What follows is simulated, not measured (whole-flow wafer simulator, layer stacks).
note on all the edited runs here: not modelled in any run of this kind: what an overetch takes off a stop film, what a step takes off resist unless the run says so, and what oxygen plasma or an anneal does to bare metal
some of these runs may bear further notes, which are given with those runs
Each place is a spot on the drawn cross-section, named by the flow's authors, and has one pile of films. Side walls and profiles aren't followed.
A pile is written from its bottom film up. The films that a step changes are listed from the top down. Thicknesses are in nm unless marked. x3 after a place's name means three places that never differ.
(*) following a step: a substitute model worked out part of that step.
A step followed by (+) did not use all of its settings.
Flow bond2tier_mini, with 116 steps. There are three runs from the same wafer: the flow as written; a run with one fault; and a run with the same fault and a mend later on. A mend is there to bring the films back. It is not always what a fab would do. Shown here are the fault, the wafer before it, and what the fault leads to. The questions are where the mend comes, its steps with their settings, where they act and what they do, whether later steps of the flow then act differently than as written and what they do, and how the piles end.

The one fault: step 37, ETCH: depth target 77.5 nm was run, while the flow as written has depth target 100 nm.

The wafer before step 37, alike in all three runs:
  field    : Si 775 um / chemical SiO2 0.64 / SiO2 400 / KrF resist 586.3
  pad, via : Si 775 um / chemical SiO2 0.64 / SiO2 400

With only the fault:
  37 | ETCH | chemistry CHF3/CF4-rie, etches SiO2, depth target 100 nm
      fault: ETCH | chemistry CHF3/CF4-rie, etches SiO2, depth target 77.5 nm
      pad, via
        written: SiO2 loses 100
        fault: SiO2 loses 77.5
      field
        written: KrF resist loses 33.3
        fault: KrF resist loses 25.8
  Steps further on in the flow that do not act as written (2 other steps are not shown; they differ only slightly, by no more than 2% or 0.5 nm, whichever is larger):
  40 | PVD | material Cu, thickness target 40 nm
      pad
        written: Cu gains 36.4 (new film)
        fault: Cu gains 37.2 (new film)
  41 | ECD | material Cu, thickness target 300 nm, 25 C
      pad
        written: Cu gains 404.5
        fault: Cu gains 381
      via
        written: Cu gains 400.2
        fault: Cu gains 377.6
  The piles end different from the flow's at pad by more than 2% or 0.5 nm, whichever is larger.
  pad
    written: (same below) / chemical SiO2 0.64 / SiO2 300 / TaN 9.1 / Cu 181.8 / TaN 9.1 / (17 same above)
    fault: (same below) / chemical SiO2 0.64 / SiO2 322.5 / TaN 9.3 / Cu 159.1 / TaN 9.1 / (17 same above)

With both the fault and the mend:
  The mend follows step 38.
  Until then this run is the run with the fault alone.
  38a | COAT | KrF resist, thickness 600 nm (*) (the flow's step 32, run once more)
      field
        KrF resist gains 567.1 (new film)
      pad
        KrF resist gains 634.3 (new film)
      via
        KrF resist gains 630.1 (new film)
  38b | SOFTBAKE | KrF resist (the flow's step 33, run once more)
      alters no film at any place that is followed
  38c | EXPOSE | photomask APAD, NA 0.6 (the flow's step 34, run once more)
      alters no film at any place that is followed
  38d | PEB | KrF resist (the flow's step 35, run once more)
      alters no film at any place that is followed
  38e | DEVELOP | developer TMAH-0.26N, 60 s (the flow's step 36, run once more)
      field
        KrF resist loses 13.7
      pad
        KrF resist loses 634.3 (all of it)
      via
        KrF resist loses 630.1 (all of it)
  38f | ETCH | chemistry CHF3/CF4-rie, etches SiO2, depth target 22.5 nm (the flow's step 37, run once more with other settings)
      pad, via
        SiO2 loses 22.5
      field
        KrF resist loses 7.5
  38g | STRIP | chemistry O2, over-ash 100% (+) (the flow's step 38, run once more)
      field
        KrF resist loses 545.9 (all of it)
  Every later step of the flow that is run acts as written at every place that is followed.
  At every place that both follow, the piles at the end match the flow's.
